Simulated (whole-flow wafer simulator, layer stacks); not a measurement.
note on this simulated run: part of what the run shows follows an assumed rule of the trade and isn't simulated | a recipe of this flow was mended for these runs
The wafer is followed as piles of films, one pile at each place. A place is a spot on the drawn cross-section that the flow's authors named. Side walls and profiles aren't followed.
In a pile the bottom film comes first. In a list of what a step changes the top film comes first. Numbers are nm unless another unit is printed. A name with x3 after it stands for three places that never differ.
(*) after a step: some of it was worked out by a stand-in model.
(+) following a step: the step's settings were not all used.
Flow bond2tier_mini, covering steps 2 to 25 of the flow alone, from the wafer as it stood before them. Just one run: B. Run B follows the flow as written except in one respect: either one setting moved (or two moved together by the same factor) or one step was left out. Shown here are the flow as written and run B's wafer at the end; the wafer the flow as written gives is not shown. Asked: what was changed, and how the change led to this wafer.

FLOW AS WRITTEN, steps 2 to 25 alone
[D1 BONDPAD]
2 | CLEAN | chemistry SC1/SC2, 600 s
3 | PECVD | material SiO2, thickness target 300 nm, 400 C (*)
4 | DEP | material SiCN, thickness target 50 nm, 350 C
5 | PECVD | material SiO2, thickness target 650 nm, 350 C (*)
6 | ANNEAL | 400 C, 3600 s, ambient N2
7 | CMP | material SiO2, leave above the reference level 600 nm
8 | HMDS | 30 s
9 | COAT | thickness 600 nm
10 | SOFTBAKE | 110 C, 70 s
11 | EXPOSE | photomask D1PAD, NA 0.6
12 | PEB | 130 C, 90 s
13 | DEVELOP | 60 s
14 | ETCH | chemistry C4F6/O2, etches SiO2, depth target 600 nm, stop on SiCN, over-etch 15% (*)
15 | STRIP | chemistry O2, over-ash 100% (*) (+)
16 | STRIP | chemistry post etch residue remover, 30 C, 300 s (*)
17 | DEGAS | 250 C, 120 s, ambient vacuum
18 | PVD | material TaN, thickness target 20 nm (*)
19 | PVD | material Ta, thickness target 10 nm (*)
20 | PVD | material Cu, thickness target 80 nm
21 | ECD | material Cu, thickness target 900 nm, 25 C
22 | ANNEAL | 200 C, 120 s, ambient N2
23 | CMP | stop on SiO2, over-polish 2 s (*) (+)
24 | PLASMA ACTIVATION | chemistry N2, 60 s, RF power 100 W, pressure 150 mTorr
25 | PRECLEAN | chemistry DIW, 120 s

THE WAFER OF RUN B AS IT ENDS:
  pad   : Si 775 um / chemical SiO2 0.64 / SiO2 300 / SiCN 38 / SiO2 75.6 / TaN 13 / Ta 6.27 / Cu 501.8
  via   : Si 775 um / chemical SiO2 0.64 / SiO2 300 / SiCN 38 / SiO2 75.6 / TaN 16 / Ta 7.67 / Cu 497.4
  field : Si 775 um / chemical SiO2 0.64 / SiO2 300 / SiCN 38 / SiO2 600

The reason: step 4, DEP: thickness target 38 nm was run, though the flow has thickness target 50 nm; step 14, ETCH: depth target 456 nm was run, where the flow has depth target 600 nm.
The wafer lets one read it off: field has SiCN 38, and step 4 as written asks for 50 nm.

The path from the change to this, step by step:
  4 | DEP | material SiCN, thickness target 50 nm, 350 C
      field, pad, via: SiCN gains 38 (new film) (it would be, as written: SiCN gains 50 (new film))
  14 | ETCH | chemistry C4F6/O2, etches SiO2, depth target 600 nm, stop on SiCN, over-etch 15% (*)
      pad, via: SiO2 loses 524.4 (it would be, as written: SiO2 loses 600 (all of it), SiCN loses 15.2)
      field: thick-KrF-resist loses 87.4 (it would be, as written: thick-KrF-resist loses 115)
  15 | STRIP | chemistry O2, over-ash 100% (*) (+)
      field: thick-KrF-resist loses 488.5 (all of it) (it would be, as written: thick-KrF-resist loses 460.9 (all of it))
  18 | PVD | material TaN, thickness target 20 nm (*)
      pad: TaN gains 13 (new film) (it would be, as written: TaN gains 12.3 (new film))
      via: TaN gains 16 (new film) (it would be, as written: TaN gains 14.9 (new film))
  19 | PVD | material Ta, thickness target 10 nm (*)
      via: Ta gains 7.67 (new film) (it would be, as written: Ta gains 7.07 (new film))
  20 | PVD | material Cu, thickness target 80 nm
      pad: Cu gains 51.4 (new film) (it would be, as written: Cu gains 48.4 (new film))
      via: Cu gains 63.5 (new film) (it would be, as written: Cu gains 59 (new film))
  21 | ECD | material Cu, thickness target 900 nm, 25 C
      pad: Cu gains 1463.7 (it would be, as written: Cu gains 1558.7)
      via: Cu gains 1447.3 (it would be, as written: Cu gains 1544.3)
